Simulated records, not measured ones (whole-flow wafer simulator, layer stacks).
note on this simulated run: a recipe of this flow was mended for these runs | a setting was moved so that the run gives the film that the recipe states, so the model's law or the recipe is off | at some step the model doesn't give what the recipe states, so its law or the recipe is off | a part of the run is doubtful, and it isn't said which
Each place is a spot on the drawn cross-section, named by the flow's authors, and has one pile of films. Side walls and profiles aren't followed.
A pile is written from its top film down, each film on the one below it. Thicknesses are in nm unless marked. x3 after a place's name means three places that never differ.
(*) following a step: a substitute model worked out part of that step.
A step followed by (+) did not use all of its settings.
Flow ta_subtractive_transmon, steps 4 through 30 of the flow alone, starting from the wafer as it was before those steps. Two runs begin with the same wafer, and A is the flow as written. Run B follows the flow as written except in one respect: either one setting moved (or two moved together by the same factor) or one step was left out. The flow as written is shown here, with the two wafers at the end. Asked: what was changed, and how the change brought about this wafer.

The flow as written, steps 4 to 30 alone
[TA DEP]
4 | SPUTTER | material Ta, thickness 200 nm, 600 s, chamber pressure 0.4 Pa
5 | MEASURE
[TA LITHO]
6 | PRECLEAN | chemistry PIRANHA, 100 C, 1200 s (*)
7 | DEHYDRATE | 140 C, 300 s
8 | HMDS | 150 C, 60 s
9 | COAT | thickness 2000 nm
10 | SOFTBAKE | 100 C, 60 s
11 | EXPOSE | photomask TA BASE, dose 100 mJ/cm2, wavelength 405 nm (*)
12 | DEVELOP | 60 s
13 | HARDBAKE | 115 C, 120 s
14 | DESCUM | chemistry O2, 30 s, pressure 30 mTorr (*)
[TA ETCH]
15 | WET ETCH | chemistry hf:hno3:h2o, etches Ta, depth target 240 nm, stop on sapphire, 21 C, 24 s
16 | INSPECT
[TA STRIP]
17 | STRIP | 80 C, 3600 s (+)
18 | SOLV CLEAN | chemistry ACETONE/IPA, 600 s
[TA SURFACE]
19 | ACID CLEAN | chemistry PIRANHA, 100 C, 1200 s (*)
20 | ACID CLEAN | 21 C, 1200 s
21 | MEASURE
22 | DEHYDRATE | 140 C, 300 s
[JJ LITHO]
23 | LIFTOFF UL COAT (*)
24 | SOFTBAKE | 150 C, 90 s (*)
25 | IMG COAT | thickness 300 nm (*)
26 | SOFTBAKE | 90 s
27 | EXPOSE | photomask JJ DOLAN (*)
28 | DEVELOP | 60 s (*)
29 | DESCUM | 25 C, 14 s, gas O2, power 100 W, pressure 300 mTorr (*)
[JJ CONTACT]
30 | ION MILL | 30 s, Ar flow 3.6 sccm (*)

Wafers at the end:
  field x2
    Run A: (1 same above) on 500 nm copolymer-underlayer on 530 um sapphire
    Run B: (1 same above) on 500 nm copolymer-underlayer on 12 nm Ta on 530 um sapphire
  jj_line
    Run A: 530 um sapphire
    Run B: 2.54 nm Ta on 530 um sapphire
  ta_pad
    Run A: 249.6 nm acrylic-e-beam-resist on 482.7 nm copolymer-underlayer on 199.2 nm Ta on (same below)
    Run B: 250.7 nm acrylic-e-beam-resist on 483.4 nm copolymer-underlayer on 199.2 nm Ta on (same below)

The reason: step 15, WET ETCH: depth target 187.2 nm was run, while the flow as written has depth target 240 nm; step 15, WET ETCH: 18.72 s was run, where the flow has 24 s.

How this came from the change, step by step:
  15 | WET ETCH | chemistry hf:hno3:h2o, etches Ta, depth target 240 nm, stop on sapphire, 21 C, 24 s
      field x2, jj_line, lead: A Ta loses 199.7 (all of it) | B Ta loses 187.2
  30 | ION MILL | 30 s, Ar flow 3.6 sccm (*)
      jj_line, lead: A sapphire loses 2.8 | B Ta loses 9.45
Taking metal films that touch as one body, field x2 has 1 body; the flow as written gives 0 bodies.
Taking metal films that touch as one body, jj_line has 1 body; the flow as written gives 0 bodies.
